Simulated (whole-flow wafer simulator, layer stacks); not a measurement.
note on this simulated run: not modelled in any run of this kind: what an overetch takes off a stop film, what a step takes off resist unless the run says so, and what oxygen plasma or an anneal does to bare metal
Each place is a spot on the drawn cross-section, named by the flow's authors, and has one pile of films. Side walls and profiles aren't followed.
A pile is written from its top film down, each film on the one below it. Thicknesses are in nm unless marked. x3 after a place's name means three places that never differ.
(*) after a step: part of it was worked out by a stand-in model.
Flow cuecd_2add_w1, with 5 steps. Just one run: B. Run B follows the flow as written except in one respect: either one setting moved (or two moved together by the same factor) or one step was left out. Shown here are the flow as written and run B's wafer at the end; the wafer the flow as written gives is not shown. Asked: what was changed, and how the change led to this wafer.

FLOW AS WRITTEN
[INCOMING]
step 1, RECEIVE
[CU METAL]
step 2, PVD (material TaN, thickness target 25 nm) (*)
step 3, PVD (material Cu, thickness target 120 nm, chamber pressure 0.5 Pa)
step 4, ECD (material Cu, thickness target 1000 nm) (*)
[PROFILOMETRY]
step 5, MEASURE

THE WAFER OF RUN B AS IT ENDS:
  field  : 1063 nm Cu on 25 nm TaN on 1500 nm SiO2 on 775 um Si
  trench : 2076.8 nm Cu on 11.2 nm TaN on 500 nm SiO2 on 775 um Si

Cause: step 3, PVD: thickness target 63 nm was run, whereas the flow has thickness target 120 nm.

The path from the change to this, step by step:
  step 3, PVD (material Cu, thickness target 120 nm, chamber pressure 0.5 Pa)
      field: Cu gains 63 (new film) (it would be, as written: Cu gains 120 (new film))
      trench: Cu gains 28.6 (new film) (it would be, as written: Cu gains 53.6 (new film))
